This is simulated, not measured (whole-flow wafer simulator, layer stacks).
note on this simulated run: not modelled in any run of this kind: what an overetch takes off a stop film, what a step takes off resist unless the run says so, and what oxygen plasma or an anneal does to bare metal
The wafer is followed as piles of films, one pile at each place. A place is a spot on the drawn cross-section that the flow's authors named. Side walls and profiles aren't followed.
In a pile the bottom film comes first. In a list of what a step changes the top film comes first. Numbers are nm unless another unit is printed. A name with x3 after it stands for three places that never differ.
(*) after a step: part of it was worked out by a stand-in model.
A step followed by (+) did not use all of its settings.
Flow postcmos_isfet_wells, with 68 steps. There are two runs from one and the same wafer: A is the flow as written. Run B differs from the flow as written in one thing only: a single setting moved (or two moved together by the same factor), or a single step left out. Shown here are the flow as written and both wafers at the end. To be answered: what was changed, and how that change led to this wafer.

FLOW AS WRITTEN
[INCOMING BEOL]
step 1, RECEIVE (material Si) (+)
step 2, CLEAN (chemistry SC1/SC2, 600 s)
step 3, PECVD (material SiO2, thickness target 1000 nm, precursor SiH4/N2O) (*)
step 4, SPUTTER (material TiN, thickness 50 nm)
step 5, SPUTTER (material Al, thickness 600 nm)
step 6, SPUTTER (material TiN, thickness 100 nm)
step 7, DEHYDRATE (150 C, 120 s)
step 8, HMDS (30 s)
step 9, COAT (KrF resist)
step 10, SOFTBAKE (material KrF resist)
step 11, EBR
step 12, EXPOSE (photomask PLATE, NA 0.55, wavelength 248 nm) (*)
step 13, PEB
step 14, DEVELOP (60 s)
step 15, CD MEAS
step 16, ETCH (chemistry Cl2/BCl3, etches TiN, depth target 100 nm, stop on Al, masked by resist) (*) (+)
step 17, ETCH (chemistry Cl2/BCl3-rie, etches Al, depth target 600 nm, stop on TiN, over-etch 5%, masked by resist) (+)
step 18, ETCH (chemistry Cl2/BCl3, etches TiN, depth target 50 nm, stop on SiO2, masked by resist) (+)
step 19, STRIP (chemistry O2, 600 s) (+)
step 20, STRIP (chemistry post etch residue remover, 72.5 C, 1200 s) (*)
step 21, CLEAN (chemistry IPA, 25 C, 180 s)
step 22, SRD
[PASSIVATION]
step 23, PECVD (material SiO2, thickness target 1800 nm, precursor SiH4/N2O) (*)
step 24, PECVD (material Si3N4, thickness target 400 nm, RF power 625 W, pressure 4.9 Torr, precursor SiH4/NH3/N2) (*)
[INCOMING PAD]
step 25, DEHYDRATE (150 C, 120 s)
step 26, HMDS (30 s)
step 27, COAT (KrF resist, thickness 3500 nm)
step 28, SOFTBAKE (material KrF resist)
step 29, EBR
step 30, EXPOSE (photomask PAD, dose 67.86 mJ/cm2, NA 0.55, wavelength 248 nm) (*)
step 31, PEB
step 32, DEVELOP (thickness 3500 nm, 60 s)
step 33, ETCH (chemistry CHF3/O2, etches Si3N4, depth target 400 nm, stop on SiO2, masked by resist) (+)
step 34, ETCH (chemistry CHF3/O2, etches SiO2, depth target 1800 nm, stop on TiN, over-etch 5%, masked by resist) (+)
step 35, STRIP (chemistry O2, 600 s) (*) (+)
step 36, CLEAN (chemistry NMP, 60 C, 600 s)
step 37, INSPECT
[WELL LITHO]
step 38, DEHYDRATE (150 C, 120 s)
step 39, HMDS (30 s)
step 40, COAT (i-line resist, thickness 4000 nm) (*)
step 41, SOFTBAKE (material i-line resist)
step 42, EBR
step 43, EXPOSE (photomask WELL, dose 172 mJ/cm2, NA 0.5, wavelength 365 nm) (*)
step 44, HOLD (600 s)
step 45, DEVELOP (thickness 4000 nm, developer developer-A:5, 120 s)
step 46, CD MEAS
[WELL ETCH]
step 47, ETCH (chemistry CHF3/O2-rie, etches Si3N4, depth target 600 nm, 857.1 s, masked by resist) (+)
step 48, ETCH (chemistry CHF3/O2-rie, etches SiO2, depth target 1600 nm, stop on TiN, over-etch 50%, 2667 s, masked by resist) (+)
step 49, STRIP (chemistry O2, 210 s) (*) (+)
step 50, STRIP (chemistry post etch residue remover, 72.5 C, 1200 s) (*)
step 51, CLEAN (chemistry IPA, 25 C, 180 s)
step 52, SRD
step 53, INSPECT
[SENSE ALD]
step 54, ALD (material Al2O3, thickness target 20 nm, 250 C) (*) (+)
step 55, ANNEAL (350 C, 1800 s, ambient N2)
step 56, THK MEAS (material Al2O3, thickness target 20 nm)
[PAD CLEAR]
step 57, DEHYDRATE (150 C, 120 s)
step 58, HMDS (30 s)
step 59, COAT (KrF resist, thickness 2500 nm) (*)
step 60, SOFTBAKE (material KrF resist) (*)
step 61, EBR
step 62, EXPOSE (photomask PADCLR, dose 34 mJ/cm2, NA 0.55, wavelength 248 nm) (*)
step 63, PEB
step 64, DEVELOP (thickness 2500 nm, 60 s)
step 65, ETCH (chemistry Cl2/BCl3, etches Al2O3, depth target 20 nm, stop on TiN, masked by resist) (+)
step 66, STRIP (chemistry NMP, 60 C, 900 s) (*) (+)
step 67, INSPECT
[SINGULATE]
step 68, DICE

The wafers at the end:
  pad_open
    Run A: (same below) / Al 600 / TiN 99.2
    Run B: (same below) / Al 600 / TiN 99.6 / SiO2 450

The reason: step 34, ETCH: depth target 1350 nm was run, though the flow has depth target 1800 nm.

The path from the change to this, step by step:
  step 34, ETCH (chemistry CHF3/O2, etches SiO2, depth target 1800 nm, stop on TiN, over-etch 5%, masked by resist) (+)
      pad_open: A SiO2 loses 1800 (all of it) | B SiO2 loses 1350
      field, margin, well900, well1300, well2000, well3000, pad_rim, pad_clr: A KrF resist loses 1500 | B KrF resist loses 1125
  step 35, STRIP (chemistry O2, 600 s) (*) (+)
      field, margin, well900, well1300, well2000, well3000, pad_rim, pad_clr: A KrF resist loses 1638.4 (all of it) | B KrF resist loses 2013.4 (all of it)
  step 40, COAT (i-line resist, thickness 4000 nm) (*)
      pad_clr: A i-line resist gains 3256.8 (new film) | B i-line resist gains 3399 (new film)
      pad_open: A i-line resist gains 4804.7 (new film) | B i-line resist gains 4642.6 (new film)
  step 41, SOFTBAKE (material i-line resist)
      pad_clr: A i-line resist loses 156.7 | B i-line resist loses 113.4
      pad_open: A i-line resist gains 115.3 | B i-line resist gains 94.7
  step 49, STRIP (chemistry O2, 210 s) (*) (+)
      pad_clr: A i-line resist loses 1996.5 (all of it) | B i-line resist loses 2182 (all of it)
      pad_open: A i-line resist loses 3816.3 (all of it) | B i-line resist loses 3633.6 (all of it)
  step 59, COAT (KrF resist, thickness 2500 nm) (*)
      pad_rim: A KrF resist gains 1976.4 (new film) | B KrF resist gains 2079.1 (new film)
      pad_clr: A KrF resist gains 1691.6 (new film) | B KrF resist gains 1844.1 (new film)
      (also at 1 further place)
  step 60, SOFTBAKE (material KrF resist) (*)
      pad_clr: A KrF resist loses 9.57 | B KrF resist loses 7.57
  step 64, DEVELOP (thickness 2500 nm, 60 s)
      pad_clr: A KrF resist loses 1682 (all of it) | B KrF resist loses 1836.5 (all of it)
      pad_open: A KrF resist loses 3067.2 (all of it) | B KrF resist loses 2953.6 (all of it)
  step 66, STRIP (chemistry NMP, 60 C, 900 s) (*) (+)
      pad_rim: A KrF resist loses 1937.7 (all of it) | B KrF resist loses 2040 (all of it)
